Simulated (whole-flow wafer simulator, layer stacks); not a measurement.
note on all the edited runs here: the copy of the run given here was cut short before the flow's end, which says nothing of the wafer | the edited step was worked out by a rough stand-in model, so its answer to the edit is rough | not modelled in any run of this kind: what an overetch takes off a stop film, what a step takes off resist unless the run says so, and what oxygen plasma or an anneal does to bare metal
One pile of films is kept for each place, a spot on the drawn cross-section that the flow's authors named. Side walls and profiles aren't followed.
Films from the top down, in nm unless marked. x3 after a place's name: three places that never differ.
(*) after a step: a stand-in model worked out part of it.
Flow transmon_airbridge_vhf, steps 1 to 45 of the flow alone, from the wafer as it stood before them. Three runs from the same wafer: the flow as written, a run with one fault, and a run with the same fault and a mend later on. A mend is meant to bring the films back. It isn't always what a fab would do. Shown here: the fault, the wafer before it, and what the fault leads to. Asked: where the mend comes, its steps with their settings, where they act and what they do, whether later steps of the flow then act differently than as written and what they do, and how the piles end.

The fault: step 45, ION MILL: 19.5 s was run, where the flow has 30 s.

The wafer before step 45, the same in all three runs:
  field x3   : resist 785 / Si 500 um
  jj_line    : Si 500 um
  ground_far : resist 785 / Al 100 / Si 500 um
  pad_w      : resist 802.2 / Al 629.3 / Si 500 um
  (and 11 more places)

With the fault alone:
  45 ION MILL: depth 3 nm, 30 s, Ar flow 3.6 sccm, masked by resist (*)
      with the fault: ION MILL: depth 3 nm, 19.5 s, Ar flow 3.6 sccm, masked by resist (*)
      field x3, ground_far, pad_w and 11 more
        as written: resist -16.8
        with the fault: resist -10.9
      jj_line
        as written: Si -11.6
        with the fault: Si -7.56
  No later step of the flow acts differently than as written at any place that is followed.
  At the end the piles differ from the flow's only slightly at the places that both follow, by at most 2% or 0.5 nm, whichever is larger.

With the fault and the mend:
  The mend comes after step 45.
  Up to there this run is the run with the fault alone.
  45a ION MILL: depth 3 nm, 10.5 s, Ar flow 3.6 sccm, masked by resist (*) (the flow's step 45 once more, with other settings)
      field x3, ground_far, pad_w and 11 more
        resist -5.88
      jj_line
        Si -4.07
  No later step of the flow acts differently than as written at any place that is followed.
  At the end the piles are the same as the flow's at every place that both follow.
